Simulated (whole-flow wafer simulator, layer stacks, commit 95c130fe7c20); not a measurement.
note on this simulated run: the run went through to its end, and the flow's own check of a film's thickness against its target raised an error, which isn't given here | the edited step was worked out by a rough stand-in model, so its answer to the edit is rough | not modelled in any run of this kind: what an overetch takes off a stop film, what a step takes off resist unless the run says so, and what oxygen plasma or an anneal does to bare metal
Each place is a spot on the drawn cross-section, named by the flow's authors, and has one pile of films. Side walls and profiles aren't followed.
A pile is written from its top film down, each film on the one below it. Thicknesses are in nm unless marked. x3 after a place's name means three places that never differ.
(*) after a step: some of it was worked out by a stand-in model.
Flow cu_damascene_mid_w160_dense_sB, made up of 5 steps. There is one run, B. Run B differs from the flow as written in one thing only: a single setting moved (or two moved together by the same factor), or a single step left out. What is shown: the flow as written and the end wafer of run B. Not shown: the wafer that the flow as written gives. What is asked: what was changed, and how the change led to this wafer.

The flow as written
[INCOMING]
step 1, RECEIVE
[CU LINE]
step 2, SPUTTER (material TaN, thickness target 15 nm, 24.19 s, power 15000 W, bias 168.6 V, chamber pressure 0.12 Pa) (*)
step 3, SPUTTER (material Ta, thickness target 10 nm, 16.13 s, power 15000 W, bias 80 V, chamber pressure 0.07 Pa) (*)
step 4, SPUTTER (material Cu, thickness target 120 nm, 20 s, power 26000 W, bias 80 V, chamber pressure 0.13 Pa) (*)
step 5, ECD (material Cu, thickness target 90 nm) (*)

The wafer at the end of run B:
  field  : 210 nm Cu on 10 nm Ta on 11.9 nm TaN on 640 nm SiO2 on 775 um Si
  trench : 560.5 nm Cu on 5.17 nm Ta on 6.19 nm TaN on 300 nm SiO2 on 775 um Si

Cause: step 2, SPUTTER: power 11880 W was run, though the flow has power 15000 W.

Step by step, how the change led to this:
  step 2, SPUTTER (material TaN, thickness target 15 nm, 24.19 s, power 15000 W, bias 168.6 V, chamber pressure 0.12 Pa) (*)
      field: +11.9 TaN (new film) (it would be, as written: +15 TaN (new film))
      trench: +6.19 TaN (new film) (it would be, as written: +7.82 TaN (new film))
